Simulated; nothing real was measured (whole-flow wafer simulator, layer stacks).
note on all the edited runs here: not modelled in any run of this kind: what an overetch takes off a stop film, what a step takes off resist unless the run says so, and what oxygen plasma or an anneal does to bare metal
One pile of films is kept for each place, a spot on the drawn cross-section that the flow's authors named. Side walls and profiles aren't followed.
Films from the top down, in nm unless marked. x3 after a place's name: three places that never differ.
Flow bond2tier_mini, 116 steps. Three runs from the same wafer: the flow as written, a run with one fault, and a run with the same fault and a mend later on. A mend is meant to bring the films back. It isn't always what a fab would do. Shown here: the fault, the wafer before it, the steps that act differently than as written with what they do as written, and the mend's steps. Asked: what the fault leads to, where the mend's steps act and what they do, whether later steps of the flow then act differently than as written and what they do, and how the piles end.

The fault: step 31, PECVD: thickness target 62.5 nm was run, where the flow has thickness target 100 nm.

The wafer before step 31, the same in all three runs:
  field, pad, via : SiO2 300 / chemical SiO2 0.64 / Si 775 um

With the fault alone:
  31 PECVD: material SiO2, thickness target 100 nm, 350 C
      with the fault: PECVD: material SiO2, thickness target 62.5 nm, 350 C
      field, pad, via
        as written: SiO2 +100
        with the fault: SiO2 +62.5
  No later step of the flow acts differently than as written at any place that is followed.
  At the end the piles differ from the flow's by more than 2% or 0.5 nm, whichever is larger, at field, pad.
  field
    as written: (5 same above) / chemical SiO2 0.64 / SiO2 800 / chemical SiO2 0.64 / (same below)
    with the fault: (5 same above) / chemical SiO2 0.64 / SiO2 762.5 / chemical SiO2 0.64 / (same below)
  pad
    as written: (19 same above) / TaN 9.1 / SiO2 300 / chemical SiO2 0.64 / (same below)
    with the fault: (19 same above) / TaN 9.1 / SiO2 262.5 / chemical SiO2 0.64 / (same below)

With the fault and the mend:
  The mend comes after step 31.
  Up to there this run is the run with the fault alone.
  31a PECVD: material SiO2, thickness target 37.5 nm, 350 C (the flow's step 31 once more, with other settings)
      field, pad, via
        SiO2 +37.5
  No later step of the flow acts differently than as written at any place that is followed.
  At the end the piles are the same as the flow's at every place that both follow.
